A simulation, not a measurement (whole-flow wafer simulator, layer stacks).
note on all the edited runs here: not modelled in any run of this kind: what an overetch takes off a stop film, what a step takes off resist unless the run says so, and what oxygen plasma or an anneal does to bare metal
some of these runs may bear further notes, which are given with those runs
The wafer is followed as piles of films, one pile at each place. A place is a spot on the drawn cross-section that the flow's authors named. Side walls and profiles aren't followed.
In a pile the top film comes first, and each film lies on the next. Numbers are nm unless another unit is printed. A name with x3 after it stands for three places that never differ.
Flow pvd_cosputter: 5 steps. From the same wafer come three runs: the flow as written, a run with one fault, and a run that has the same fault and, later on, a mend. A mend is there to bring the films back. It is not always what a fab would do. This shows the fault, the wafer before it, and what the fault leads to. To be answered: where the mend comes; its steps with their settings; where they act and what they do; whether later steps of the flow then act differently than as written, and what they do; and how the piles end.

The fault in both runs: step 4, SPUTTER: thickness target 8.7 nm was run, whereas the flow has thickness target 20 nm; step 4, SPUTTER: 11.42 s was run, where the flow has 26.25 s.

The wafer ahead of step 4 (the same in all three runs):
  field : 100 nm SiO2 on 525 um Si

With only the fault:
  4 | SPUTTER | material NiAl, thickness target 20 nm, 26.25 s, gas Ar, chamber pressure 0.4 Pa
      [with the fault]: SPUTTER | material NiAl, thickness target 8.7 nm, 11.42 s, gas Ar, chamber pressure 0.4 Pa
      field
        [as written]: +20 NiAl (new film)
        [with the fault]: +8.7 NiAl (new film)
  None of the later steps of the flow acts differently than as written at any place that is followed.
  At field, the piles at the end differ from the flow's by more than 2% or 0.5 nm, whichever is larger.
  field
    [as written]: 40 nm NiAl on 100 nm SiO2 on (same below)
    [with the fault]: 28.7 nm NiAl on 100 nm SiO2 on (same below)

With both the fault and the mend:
  The mend stands after step 4.
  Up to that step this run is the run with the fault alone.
  4a | SPUTTER | material NiAl, thickness target 11.3 nm, 14.83 s, gas Ar, chamber pressure 0.4 Pa (a further turn of the flow's step 4, with different settings)
      field
        +11.3 NiAl
  None of the later steps of the flow acts differently than as written at any place that is followed.
  At every place that both follow, the piles at the end match the flow's.
